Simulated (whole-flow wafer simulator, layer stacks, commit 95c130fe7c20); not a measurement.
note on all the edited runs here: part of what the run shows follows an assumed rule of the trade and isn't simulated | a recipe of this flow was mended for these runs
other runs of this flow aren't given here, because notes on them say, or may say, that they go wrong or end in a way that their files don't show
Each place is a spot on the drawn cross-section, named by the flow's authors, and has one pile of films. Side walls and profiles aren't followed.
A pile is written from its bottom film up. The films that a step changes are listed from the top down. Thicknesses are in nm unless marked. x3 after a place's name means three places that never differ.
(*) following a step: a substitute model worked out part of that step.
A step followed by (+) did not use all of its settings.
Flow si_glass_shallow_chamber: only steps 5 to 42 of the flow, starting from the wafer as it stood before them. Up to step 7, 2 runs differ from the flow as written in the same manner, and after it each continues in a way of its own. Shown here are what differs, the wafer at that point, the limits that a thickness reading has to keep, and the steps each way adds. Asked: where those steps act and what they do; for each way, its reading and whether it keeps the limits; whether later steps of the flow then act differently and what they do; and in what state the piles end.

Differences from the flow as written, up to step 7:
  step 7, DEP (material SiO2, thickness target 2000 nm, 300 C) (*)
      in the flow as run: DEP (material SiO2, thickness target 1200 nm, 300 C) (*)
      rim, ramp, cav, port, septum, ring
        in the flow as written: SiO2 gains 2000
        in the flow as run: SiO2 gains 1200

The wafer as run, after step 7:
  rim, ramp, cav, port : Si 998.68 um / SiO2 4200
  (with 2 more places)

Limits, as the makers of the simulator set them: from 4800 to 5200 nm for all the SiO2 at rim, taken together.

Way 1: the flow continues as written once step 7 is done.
  Reading after step 7: 4200 nm, not within the limits.
  Steps further on in the flow that do not act as written:
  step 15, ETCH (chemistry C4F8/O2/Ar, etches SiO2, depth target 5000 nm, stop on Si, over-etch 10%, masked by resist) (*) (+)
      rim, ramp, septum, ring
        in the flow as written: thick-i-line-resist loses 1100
        going this way: thick-i-line-resist loses 924
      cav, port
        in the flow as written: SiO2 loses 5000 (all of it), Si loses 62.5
        going this way: SiO2 loses 4200 (all of it), Si loses 162.5
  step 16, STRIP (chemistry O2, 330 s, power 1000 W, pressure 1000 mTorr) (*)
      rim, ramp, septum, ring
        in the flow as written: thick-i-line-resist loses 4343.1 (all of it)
        going this way: thick-i-line-resist loses 4519.1 (all of it)
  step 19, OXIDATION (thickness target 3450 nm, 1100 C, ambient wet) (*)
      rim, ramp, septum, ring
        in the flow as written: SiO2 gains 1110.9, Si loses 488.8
        going this way: SiO2 gains 1273.1, Si loses 560.2
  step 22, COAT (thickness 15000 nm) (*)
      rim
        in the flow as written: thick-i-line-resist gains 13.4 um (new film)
        going this way: thick-i-line-resist gains 13.65 um (new film)
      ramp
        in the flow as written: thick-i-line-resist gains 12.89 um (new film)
        going this way: thick-i-line-resist gains 13.22 um (new film)
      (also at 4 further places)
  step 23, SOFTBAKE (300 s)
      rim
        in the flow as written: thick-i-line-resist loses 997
        going this way: thick-i-line-resist loses 826.6
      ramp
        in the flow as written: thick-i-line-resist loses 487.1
        going this way: thick-i-line-resist loses 398.2
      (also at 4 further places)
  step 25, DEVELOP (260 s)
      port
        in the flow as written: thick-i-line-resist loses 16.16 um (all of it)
        going this way: thick-i-line-resist loses 15.97 um (all of it)
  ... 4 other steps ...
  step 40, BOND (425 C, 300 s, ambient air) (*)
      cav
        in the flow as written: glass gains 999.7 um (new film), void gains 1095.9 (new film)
        going this way: glass gains 999.7 um (new film), void gains 1124.6 (new film)
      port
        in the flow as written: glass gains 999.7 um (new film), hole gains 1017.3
        going this way: glass gains 999.7 um (new film), hole gains 1045.9
  By the end, the piles at cav depart from the flow's by more than 2% or 0.5 nm, whichever is larger.
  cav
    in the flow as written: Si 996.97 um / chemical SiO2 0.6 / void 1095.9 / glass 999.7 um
    going this way: Si 996.87 um / chemical SiO2 0.6 / void 1124.6 / glass 999.7 um

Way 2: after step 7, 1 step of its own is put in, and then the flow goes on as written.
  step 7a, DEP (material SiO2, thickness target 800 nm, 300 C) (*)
      rim, ramp, cav, port, septum, ring
        SiO2 gains 800
  Reading after step 7a: 5000 nm, inside the limits.
  Later steps of the flow that are run all act as written at every place that is followed.
  By the end, the piles equal the flow's at every place that both follow.

Inside the limits: way 2. Outside the limits: way 1.
